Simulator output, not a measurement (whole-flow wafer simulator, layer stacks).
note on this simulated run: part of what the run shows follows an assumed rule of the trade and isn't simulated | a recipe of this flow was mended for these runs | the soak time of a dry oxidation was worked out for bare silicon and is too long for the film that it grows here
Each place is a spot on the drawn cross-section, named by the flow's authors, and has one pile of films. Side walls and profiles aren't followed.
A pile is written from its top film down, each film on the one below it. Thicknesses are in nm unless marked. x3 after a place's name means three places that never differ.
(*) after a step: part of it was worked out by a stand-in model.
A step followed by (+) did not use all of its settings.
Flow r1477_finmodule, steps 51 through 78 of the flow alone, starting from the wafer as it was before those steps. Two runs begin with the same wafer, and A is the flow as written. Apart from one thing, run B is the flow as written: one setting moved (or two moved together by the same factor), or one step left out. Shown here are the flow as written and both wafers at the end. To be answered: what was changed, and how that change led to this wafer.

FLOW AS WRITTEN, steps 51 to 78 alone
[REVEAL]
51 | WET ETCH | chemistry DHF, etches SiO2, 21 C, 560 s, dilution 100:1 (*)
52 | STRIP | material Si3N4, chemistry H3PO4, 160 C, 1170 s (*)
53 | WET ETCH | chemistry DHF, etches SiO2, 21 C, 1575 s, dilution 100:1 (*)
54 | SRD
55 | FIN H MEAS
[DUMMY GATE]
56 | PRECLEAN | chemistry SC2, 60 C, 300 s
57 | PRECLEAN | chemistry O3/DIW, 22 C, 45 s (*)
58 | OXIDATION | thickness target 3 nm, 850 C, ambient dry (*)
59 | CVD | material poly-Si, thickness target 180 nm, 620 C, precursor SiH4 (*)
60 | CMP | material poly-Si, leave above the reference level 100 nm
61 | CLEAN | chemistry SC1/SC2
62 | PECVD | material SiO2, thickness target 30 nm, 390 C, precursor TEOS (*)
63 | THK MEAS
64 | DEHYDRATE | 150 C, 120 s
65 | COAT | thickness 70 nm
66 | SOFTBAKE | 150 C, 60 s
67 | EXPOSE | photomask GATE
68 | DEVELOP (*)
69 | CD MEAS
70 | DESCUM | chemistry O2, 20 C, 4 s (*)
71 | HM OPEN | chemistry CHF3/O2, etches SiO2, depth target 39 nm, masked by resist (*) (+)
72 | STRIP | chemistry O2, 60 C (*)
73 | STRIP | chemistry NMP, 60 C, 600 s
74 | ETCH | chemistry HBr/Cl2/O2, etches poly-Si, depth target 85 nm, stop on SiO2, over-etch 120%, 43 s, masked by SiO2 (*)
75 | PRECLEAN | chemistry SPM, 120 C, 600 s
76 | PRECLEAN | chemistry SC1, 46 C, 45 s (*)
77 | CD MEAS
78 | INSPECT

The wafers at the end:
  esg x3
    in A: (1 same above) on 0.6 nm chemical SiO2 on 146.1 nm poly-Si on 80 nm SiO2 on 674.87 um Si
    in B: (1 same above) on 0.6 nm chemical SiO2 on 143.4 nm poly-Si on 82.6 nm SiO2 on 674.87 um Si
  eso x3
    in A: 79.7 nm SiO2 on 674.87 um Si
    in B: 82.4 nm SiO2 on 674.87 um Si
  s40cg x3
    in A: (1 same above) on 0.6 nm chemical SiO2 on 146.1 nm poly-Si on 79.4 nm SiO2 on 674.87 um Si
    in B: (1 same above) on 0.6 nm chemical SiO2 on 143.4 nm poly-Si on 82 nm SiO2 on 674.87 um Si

Cause: step 51, WET ETCH: 507 s was run, whereas the flow has 560 s.

How this came from the change, step by step:
  51 | WET ETCH | chemistry DHF, etches SiO2, 21 C, 560 s, dilution 100:1 (*)
      esg x3, e200sg, s40cg x3, s40sg x3, eso x3, e200so, s40co x3, s40so x3: A SiO2 loses 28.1 | B SiO2 loses 25.5
      pad, padg: A SiO2 loses 30.5 | B SiO2 loses 27.6
  60 | CMP | material poly-Si, leave above the reference level 100 nm
      pad, padg: A poly-Si loses 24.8 | B poly-Si loses 27.6
